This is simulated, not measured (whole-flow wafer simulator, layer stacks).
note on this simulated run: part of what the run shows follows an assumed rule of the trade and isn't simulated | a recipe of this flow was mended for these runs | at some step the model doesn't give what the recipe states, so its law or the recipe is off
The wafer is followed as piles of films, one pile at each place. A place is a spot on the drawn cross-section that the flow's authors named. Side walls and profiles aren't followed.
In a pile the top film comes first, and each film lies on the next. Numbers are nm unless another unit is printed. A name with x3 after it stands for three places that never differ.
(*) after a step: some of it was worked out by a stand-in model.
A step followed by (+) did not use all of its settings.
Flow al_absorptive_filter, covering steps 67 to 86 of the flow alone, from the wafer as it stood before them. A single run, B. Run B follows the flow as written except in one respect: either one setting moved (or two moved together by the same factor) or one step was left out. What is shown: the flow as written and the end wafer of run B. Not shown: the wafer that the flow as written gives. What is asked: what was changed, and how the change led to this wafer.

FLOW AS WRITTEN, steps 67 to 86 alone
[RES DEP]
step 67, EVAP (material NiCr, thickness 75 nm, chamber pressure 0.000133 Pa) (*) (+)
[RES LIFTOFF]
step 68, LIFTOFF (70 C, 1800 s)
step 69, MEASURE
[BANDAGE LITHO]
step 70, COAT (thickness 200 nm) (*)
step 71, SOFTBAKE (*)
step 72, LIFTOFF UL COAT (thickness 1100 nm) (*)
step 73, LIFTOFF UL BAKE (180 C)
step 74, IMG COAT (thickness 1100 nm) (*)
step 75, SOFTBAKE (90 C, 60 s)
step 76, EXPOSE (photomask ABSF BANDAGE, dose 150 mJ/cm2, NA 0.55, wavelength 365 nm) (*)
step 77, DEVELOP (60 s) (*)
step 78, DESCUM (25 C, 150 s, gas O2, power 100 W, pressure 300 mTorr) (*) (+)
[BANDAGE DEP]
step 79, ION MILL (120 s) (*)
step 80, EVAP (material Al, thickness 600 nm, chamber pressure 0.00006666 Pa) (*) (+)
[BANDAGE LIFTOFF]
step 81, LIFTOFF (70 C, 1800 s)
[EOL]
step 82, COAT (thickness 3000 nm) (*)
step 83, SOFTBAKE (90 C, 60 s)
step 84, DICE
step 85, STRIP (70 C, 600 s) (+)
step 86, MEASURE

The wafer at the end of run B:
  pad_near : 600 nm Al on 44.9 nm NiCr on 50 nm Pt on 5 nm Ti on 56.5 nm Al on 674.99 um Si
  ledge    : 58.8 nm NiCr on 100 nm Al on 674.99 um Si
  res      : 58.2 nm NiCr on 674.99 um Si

Cause: step 67, EVAP: thickness 58.8 nm was run, whereas the flow has thickness 75 nm.
One can read it off the wafer: ledge has NiCr 58.8, and step 67 as written asks for 75 nm.

Step by step, how the change led to this:
  step 67, EVAP (material NiCr, thickness 75 nm, chamber pressure 0.000133 Pa) (*) (+)
      gnd, pad_far, ledge and 9 more: NiCr gains 58.8 (new film) (in the flow as written it would be: NiCr gains 75 (new film))
      pad_near, res: NiCr gains 58.2 (new film) (in the flow as written it would be: NiCr gains 74.2 (new film))
  step 68, LIFTOFF (70 C, 1800 s)
      xa_field, xl_land, idc_field: NiCr loses 58.8 (all of it), i-line-resist loses 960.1 (all of it), lift-off-underlayer loses 1100 (all of it), acrylic-e-beam-resist loses 200 (all of it) (in the flow as written it would be: NiCr loses 75 (all of it), i-line-resist loses 960.1 (all of it), lift-off-underlayer loses 1100 (all of it), acrylic-e-beam-resist loses 200 (all of it))
      gnd: NiCr loses 58.8 (all of it), i-line-resist loses 959.5 (all of it), lift-off-underlayer loses 1100.9 (all of it), acrylic-e-beam-resist loses 200.6 (all of it) (in the flow as written it would be: NiCr loses 75 (all of it), i-line-resist loses 959.5 (all of it), lift-off-underlayer loses 1100.9 (all of it), acrylic-e-beam-resist loses 200.6 (all of it))
      (and at 7 other places as well)
  step 83, SOFTBAKE (90 C, 60 s)
      gnd: i-line-resist gains 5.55 (in the flow as written it would be: i-line-resist gains 6.13)
      ledge: i-line-resist loses 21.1 (in the flow as written it would be: i-line-resist loses 22.2)
      (and at 1 other place as well)
